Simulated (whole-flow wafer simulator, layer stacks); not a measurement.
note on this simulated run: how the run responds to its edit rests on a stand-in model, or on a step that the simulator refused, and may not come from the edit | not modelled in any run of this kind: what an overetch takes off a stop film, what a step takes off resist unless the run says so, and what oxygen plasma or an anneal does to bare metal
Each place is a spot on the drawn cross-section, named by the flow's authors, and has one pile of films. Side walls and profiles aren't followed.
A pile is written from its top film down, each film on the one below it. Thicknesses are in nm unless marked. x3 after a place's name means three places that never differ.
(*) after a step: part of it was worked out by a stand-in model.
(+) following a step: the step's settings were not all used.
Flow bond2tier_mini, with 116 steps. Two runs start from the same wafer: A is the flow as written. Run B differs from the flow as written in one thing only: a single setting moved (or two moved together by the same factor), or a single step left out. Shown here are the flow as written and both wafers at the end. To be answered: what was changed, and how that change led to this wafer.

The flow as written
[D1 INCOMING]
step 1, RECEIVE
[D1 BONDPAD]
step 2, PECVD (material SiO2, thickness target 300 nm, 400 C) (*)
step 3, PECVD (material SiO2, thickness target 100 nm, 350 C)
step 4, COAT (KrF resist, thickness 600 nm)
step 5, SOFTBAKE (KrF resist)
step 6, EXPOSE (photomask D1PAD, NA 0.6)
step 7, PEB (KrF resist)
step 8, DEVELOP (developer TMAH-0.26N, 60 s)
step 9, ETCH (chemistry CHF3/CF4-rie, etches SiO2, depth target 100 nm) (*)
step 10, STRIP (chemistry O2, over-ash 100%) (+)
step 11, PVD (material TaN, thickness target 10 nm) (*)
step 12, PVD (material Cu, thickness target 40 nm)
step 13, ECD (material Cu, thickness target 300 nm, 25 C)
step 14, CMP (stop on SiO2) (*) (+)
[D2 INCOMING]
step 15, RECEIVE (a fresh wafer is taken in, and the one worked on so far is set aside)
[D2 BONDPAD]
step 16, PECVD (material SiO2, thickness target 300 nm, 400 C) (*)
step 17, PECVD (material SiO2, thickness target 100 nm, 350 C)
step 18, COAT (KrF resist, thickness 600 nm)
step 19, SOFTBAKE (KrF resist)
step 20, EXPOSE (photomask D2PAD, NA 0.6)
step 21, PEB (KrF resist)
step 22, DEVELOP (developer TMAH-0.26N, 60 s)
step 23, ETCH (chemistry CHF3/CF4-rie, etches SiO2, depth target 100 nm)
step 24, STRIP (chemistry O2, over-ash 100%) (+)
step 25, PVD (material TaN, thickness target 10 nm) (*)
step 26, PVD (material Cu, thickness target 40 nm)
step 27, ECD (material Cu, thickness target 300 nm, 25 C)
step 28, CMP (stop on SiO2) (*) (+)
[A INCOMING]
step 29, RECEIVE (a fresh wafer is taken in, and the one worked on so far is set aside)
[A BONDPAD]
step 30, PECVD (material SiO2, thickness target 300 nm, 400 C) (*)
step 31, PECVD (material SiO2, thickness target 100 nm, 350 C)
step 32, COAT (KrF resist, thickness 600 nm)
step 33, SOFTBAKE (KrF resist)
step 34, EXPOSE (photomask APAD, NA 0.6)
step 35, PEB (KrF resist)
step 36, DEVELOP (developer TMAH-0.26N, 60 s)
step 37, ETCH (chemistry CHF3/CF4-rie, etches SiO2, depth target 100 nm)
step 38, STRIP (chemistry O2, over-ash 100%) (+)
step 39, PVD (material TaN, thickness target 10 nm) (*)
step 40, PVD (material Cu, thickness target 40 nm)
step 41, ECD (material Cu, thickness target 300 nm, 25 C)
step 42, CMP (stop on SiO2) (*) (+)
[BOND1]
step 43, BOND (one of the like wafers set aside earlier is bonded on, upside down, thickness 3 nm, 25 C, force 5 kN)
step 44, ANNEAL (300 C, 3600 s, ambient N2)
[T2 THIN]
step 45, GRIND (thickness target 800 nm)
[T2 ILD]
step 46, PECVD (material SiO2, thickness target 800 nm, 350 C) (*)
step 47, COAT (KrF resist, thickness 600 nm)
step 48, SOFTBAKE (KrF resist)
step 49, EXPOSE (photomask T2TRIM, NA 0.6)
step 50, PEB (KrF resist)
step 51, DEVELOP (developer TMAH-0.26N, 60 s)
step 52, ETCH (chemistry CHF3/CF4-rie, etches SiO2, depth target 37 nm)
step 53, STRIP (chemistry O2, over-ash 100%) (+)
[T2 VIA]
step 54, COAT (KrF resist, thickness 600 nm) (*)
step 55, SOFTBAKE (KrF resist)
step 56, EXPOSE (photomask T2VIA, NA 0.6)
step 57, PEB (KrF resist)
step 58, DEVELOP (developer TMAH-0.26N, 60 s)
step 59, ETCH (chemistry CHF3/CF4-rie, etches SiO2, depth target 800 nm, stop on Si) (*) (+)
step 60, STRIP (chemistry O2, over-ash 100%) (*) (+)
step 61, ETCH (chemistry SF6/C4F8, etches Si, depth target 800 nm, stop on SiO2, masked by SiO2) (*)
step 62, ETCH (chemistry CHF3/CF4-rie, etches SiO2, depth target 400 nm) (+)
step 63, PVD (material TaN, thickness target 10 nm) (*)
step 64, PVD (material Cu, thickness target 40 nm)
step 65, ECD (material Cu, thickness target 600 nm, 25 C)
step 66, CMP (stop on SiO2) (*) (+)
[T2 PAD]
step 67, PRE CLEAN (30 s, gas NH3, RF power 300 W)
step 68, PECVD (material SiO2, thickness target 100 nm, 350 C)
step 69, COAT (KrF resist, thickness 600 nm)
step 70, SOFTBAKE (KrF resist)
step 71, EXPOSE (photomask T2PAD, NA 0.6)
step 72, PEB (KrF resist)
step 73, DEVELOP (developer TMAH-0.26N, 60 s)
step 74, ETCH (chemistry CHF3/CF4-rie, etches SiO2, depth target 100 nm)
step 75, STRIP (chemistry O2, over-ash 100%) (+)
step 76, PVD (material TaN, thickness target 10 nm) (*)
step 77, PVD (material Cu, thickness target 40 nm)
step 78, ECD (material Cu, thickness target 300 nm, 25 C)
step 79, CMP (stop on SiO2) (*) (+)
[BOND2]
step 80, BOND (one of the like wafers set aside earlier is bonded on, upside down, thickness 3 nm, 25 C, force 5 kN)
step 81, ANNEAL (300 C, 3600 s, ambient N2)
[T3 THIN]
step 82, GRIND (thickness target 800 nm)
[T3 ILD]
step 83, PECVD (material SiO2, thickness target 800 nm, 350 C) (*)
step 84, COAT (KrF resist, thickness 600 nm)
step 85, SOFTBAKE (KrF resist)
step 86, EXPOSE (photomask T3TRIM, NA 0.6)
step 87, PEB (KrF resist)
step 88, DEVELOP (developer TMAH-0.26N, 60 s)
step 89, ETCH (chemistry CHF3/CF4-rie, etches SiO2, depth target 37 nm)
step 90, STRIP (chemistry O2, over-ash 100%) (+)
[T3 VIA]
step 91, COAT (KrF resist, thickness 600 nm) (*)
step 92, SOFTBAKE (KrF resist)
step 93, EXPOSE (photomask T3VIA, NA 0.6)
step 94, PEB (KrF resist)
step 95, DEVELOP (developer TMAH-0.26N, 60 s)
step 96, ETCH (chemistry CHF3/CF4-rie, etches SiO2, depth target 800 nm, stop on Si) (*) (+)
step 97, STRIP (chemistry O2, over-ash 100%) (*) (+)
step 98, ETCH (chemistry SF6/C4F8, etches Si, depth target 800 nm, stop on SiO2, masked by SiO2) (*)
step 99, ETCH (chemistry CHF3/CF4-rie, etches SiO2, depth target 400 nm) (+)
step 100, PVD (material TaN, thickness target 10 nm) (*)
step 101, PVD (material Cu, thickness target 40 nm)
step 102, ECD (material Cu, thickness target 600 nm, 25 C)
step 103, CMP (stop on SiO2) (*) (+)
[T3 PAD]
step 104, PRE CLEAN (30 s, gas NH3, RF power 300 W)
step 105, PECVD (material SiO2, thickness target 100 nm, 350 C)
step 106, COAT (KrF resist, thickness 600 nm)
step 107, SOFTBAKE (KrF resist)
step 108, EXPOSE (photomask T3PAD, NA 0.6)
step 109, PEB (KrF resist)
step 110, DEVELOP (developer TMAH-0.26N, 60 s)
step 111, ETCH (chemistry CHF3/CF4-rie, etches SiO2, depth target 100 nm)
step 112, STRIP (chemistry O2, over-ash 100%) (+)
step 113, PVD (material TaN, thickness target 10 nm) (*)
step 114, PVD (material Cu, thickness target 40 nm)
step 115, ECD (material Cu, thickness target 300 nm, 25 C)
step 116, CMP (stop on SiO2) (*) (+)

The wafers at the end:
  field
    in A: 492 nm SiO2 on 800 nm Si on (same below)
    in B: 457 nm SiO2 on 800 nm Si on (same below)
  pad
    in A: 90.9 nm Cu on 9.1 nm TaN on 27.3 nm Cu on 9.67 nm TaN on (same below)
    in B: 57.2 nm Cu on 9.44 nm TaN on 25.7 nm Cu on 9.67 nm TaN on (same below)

Cause: step 105, PECVD: thickness target 65 nm was run, whereas the flow has thickness target 100 nm.

Step by step, how the change led to this:
  step 105, PECVD (material SiO2, thickness target 100 nm, 350 C)
      field: A +100 SiO2 | B +65 SiO2
      pad: A +100 SiO2 (new film) | B +65 SiO2 (new film)
  step 111, ETCH (chemistry CHF3/CF4-rie, etches SiO2, depth target 100 nm)
      pad: A -100 SiO2 (all of it) | B -65 SiO2 (all of it), -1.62 Cu
      field: A -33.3 KrF resist | B -32.5 KrF resist
  step 114, PVD (material Cu, thickness target 40 nm)
      pad: A +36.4 Cu (new film) | B +37.6 Cu (new film)
  step 115, ECD (material Cu, thickness target 300 nm, 25 C)
      pad: A +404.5 Cu | B +369.6 Cu
